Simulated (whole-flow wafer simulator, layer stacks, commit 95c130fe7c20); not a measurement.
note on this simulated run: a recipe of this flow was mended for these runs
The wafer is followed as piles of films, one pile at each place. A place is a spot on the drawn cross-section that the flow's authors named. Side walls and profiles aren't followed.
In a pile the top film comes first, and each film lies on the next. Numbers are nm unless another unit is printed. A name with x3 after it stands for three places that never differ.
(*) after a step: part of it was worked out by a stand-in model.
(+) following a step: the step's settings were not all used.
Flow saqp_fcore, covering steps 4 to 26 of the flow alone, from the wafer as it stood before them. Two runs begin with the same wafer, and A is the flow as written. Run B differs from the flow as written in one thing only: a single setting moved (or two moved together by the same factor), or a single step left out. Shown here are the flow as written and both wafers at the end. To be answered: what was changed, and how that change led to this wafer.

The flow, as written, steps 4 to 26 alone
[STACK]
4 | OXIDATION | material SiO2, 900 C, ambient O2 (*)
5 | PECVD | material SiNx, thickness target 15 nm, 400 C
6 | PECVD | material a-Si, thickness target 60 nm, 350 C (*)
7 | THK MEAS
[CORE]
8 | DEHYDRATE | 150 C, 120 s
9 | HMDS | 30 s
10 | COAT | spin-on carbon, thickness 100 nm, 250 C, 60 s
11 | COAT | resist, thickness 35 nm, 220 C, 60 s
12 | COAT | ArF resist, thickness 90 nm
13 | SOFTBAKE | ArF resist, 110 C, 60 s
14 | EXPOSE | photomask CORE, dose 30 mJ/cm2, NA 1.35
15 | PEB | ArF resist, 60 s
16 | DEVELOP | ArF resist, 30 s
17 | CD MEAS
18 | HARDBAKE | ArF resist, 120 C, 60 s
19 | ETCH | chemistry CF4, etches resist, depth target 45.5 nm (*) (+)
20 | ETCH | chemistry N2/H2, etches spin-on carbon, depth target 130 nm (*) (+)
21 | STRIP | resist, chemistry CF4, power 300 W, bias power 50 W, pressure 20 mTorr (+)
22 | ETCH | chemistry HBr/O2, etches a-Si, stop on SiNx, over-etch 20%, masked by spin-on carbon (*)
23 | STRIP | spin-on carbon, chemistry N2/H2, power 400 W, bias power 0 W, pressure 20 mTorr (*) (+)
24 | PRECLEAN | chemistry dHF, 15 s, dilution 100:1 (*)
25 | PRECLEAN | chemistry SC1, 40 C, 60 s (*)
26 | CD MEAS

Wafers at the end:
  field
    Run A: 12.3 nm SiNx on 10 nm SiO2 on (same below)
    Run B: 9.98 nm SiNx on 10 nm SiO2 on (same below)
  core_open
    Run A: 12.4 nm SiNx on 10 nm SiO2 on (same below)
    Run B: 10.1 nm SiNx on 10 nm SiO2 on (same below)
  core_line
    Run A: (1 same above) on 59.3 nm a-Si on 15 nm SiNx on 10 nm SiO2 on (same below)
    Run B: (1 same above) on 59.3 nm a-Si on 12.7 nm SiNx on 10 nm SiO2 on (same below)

What caused this: step 5, PECVD: thickness target 12.7 nm was run, whereas the flow has thickness target 15 nm.
One can read it off the wafer: core_line has SiNx 12.7, and step 5 as written asks for 15 nm.

The path from the change to this, step by step:
  5 | PECVD | material SiNx, thickness target 15 nm, 400 C
      field, core_open, core_line: A SiNx gains 15 (new film) | B SiNx gains 12.7 (new film)
